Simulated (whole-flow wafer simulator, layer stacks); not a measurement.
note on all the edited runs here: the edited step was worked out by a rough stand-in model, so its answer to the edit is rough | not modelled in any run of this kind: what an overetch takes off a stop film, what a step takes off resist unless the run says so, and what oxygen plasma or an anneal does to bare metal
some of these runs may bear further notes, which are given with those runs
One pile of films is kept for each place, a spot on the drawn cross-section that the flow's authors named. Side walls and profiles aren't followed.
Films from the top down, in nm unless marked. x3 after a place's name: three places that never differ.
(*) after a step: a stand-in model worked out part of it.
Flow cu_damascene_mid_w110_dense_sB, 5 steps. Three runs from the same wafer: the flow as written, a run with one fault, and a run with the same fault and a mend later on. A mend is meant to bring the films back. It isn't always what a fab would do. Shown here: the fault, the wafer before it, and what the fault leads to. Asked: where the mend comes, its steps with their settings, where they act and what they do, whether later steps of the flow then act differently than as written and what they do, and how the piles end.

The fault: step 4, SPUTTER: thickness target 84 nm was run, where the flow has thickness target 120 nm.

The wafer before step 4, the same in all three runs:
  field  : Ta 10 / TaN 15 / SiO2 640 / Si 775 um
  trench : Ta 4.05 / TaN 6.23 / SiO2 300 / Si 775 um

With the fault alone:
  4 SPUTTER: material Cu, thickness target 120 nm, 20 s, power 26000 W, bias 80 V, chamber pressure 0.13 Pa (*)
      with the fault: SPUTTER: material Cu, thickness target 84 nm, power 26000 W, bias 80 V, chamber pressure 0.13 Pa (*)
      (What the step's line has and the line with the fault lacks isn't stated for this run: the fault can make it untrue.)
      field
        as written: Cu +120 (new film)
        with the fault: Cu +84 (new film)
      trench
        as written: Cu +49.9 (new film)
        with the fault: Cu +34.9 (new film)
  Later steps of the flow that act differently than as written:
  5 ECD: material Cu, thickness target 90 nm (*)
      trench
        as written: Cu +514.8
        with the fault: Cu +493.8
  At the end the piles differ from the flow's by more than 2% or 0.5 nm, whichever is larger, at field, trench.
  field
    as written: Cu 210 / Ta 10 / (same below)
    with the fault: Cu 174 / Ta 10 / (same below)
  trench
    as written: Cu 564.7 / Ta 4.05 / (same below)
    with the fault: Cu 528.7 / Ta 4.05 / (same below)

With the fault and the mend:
  The mend comes after step 4.
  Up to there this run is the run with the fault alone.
  4a SPUTTER: material Cu, thickness target 36 nm, power 26000 W, bias 80 V, chamber pressure 0.13 Pa (*) (the flow's step 4 once more, with other settings)
      field
        Cu +36
      trench
        Cu +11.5
  No later step of the flow acts differently than as written, at any place that is followed, by more than 2% or 0.5 nm, whichever is larger.
  At the end the piles are the same as the flow's at every place that both follow.
